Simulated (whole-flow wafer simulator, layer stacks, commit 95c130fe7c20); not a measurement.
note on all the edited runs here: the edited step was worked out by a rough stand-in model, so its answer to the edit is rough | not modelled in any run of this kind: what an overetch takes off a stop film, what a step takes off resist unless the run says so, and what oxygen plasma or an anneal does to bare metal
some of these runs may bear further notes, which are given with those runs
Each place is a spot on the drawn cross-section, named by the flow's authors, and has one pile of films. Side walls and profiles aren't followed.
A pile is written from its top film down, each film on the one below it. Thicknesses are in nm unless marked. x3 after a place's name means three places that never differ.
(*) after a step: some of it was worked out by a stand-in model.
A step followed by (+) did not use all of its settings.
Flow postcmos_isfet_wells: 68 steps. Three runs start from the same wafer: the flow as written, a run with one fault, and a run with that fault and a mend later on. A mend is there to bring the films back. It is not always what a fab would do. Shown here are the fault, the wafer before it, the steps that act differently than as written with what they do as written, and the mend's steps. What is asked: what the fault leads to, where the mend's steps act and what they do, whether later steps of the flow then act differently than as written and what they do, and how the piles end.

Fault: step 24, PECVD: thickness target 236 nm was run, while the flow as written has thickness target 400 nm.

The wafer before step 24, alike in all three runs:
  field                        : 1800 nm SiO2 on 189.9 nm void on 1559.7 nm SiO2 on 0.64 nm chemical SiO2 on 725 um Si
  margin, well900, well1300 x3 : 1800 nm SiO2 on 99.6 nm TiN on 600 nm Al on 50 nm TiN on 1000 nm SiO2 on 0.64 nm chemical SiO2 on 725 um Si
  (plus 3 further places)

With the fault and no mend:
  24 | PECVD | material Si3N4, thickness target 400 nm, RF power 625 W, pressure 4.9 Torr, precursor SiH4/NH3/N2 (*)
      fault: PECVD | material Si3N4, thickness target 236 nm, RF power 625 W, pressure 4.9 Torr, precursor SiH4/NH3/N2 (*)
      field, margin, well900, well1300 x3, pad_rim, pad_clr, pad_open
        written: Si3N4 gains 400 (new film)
        fault: Si3N4 gains 236 (new film)
  Steps further on in the flow that do not act as written (2 other steps are not shown; they differ only slightly, by no more than 2% or 0.5 nm, whichever is larger):
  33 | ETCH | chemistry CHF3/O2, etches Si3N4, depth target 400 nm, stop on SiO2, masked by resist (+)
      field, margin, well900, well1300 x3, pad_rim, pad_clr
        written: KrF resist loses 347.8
        fault: KrF resist loses 307.8
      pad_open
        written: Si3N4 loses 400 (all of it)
        fault: Si3N4 loses 236 (all of it)
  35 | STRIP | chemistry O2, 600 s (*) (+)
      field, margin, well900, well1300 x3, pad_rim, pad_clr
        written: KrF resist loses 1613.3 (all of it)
        fault: KrF resist loses 1653.3 (all of it)
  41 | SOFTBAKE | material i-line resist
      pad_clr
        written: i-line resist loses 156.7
        fault: i-line resist loses 140.4
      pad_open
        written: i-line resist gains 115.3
        fault: i-line resist gains 108
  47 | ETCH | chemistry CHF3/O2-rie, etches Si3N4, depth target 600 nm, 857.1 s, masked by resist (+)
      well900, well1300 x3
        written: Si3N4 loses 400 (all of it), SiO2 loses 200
        fault: Si3N4 loses 236 (all of it), SiO2 loses 364
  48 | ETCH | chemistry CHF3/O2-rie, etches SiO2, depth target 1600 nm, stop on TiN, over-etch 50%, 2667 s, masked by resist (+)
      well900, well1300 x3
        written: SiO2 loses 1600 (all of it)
        fault: SiO2 loses 1436 (all of it)
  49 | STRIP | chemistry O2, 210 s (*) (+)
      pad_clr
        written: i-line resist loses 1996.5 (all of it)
        fault: i-line resist loses 2064 (all of it)
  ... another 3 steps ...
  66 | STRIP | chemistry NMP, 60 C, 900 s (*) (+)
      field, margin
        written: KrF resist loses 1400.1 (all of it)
        fault: KrF resist loses 1477.9 (all of it)
  By the end, the piles at field, margin, pad_rim, pad_clr depart from the flow's by more than 2% or 0.5 nm, whichever is larger.
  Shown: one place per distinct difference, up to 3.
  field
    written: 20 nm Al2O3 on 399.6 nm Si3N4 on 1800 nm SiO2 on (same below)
    fault: 20 nm Al2O3 on 235.6 nm Si3N4 on 1800 nm SiO2 on (same below)
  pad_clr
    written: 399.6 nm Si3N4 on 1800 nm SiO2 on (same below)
    fault: 235.6 nm Si3N4 on 1800 nm SiO2 on (same below)

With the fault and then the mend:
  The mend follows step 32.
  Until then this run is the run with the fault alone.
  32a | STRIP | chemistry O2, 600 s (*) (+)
      field, margin, well900, well1300 x3, pad_rim, pad_clr
        KrF resist loses 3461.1 (all of it)
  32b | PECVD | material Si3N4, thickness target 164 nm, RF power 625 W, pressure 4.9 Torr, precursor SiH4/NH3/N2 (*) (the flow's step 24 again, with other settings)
      field, margin, well900, well1300 x3, pad_rim, pad_clr, pad_open
        Si3N4 gains 164
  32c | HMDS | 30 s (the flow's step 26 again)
      leaves every film unchanged at each place that is followed
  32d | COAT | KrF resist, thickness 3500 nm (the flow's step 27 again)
      field, margin, well900, well1300 x3, pad_rim, pad_clr, pad_open
        KrF resist gains 3500 (new film)
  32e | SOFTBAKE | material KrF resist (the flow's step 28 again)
      leaves every film unchanged at each place that is followed
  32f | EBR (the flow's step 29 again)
      leaves every film unchanged at each place that is followed
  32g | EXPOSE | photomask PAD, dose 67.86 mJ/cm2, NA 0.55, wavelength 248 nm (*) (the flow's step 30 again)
      leaves every film unchanged at each place that is followed
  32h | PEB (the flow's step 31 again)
      field, margin, well900, well1300 x3, pad_rim, pad_clr, pad_open
        KrF resist loses 25.1
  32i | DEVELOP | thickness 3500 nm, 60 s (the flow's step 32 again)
      field, margin, well900, well1300 x3, pad_rim, pad_clr
        KrF resist loses 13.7
      pad_open
        KrF resist loses 3474.9 (all of it)
  Later steps of the flow that are run all act as written at every place that is followed.
  By the end, the piles equal the flow's at every place that both follow.
